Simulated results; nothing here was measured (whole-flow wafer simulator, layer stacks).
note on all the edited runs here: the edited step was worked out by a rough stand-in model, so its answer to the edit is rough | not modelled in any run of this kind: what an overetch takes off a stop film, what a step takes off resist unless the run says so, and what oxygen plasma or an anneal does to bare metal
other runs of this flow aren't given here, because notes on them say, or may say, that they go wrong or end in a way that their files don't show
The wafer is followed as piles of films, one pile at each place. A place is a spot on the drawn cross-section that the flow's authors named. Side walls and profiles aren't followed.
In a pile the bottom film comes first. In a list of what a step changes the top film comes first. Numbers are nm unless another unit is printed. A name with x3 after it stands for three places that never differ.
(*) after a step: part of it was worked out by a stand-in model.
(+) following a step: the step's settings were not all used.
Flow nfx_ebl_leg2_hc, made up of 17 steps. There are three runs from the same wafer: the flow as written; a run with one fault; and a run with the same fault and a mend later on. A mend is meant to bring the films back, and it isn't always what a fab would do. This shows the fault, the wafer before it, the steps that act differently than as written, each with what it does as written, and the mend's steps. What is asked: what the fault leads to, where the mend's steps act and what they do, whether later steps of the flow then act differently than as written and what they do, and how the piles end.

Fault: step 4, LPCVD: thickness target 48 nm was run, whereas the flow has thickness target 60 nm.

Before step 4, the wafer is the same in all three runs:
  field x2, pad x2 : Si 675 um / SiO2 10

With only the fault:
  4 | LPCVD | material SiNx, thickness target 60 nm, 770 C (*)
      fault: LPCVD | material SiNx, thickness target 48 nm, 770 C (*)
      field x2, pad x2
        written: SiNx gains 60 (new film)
        fault: SiNx gains 48 (new film)
  Steps later in the flow that act otherwise than as written:
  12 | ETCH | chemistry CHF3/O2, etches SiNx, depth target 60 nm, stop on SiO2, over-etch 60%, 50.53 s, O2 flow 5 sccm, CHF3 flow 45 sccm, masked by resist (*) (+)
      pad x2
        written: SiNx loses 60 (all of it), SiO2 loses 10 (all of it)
        fault: SiNx loses 48 (all of it), SiO2 loses 10 (all of it)
  By the end, the piles at field x2 depart from the flow's by more than 2% or 0.5 nm, whichever is larger.
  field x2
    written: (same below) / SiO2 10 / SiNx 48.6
    fault: (same below) / SiO2 10 / SiNx 36.6

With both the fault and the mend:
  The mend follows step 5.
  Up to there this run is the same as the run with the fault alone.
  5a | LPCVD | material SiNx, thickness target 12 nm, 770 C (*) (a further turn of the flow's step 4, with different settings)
      field x2, pad x2
        SiNx gains 12
  Later steps of the flow that are run all act as written at every place that is followed.
  The piles end the same as the flow's at every place that both follow.
